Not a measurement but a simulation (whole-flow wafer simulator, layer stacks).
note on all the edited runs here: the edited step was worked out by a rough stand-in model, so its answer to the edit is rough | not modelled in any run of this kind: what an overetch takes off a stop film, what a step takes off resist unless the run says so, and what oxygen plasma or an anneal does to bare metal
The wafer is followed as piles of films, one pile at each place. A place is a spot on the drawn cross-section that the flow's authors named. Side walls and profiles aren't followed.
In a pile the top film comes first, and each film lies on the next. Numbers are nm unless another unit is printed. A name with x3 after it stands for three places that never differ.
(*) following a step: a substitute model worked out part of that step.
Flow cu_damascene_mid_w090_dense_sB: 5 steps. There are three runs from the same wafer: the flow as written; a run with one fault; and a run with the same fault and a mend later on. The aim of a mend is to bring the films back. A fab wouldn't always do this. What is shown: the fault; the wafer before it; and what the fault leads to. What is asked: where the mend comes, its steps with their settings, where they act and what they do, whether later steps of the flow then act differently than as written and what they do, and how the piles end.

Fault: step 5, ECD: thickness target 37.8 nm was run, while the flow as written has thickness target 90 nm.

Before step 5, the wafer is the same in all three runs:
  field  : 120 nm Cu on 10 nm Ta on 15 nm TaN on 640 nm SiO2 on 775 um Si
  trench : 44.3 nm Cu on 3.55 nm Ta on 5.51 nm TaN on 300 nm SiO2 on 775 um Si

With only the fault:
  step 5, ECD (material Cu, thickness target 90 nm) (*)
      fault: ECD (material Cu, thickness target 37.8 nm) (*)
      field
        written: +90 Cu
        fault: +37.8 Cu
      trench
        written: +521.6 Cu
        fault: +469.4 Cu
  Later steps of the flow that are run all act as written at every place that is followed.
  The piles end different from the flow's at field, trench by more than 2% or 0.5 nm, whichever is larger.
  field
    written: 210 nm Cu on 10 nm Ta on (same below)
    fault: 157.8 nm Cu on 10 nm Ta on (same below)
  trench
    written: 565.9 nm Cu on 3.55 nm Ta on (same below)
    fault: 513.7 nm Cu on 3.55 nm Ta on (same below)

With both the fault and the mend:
  The mend stands after step 5.
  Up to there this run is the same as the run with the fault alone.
  step 5a, ECD (material Cu, thickness target 52.2 nm) (a further turn of the flow's step 5, with different settings)
      field, trench
        +52.2 Cu
  Later steps of the flow that are run all act as written at every place that is followed.
  The piles end the same as the flow's at every place that both follow.
